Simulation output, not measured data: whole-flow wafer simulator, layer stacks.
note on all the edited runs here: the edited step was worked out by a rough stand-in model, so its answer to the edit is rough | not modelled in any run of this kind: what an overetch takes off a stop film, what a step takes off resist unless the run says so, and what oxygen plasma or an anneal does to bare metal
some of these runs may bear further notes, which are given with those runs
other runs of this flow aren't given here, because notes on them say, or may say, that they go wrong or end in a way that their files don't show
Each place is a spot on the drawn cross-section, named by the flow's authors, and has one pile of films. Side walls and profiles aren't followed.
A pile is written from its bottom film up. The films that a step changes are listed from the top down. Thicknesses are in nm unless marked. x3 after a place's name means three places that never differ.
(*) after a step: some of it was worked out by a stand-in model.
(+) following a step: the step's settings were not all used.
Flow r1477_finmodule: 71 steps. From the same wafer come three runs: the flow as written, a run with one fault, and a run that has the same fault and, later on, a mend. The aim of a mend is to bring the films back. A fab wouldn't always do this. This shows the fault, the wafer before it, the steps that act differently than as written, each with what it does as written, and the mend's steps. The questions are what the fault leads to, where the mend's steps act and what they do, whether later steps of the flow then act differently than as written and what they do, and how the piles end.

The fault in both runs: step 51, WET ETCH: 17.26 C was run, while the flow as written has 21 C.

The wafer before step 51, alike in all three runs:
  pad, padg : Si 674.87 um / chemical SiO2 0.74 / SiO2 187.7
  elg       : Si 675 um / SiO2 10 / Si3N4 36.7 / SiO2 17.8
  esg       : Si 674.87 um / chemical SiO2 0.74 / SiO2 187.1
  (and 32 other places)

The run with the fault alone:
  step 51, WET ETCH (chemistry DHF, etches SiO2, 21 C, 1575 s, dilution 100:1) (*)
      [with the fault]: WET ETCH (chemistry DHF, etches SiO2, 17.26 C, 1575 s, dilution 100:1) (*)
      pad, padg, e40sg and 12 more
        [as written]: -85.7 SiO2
        [with the fault]: -73.4 SiO2
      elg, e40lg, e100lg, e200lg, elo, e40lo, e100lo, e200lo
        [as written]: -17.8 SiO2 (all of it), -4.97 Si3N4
        [with the fault]: -17.8 SiO2 (all of it), -3.66 Si3N4
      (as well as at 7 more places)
  Steps later in the flow that act otherwise than as written (1 more step, not shown, differs only slightly: by at most 2% or 0.5 nm, whichever is larger):
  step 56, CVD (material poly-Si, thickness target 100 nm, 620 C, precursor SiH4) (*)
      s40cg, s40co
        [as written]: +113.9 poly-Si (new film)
        [with the fault]: +102.6 poly-Si (new film)
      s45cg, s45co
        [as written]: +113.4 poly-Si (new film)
        [with the fault]: +102 poly-Si (new film)
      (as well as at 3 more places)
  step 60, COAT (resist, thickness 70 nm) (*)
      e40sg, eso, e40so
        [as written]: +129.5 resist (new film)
        [with the fault]: +119.1 resist (new film)
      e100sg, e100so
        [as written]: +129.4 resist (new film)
        [with the fault]: +119 resist (new film)
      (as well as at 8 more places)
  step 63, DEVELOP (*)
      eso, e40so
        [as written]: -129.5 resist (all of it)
        [with the fault]: -119.1 resist (all of it)
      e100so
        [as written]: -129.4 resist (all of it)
        [with the fault]: -119 resist (all of it)
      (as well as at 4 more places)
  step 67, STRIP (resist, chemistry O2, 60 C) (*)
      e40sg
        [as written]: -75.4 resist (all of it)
        [with the fault]: -65 resist (all of it)
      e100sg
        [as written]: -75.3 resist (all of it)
        [with the fault]: -64.9 resist (all of it)
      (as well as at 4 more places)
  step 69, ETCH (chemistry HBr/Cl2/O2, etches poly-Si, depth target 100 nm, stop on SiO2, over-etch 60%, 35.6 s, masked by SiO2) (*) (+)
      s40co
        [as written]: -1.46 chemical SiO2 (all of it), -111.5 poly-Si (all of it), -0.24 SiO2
        [with the fault]: -1.4 chemical SiO2 (all of it), -100.2 poly-Si (all of it), -0.3 SiO2
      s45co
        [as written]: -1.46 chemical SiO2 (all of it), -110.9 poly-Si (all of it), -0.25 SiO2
        [with the fault]: -1.4 chemical SiO2 (all of it), -99.6 poly-Si (all of it), -0.32 SiO2
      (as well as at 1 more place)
  At pad, padg, elg and 27 more, the piles at the end differ from the flow's by more than 2% or 0.5 nm, whichever is larger.
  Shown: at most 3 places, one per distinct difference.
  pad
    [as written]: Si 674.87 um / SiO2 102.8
    [with the fault]: Si 674.87 um / SiO2 115.1
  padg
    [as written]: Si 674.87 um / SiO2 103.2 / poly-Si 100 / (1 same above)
    [with the fault]: Si 674.87 um / SiO2 115.5 / poly-Si 100 / (1 same above)
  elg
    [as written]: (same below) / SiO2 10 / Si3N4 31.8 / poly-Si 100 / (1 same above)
    [with the fault]: (same below) / SiO2 10 / Si3N4 33.1 / poly-Si 100 / (1 same above)

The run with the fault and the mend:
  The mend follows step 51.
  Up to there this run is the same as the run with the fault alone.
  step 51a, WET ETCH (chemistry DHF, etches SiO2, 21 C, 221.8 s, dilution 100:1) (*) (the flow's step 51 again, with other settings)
      pad, padg, e40sg and 12 more
        -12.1 SiO2
      elg, e40lg, e100lg, e200lg, elo, e40lo, e100lo, e200lo
        -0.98 Si3N4
      esg, s40cg, s45cg, s50cg, s40co, s45co, s50co
        -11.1 SiO2
  Every later step of the flow that is run acts as written, at every place that is followed, to within 2% or 0.5 nm, whichever is larger.
  When the end is reached, the piles differ only a little from the flow's at the places that both follow, at most by 2% or 0.5 nm, whichever is larger.
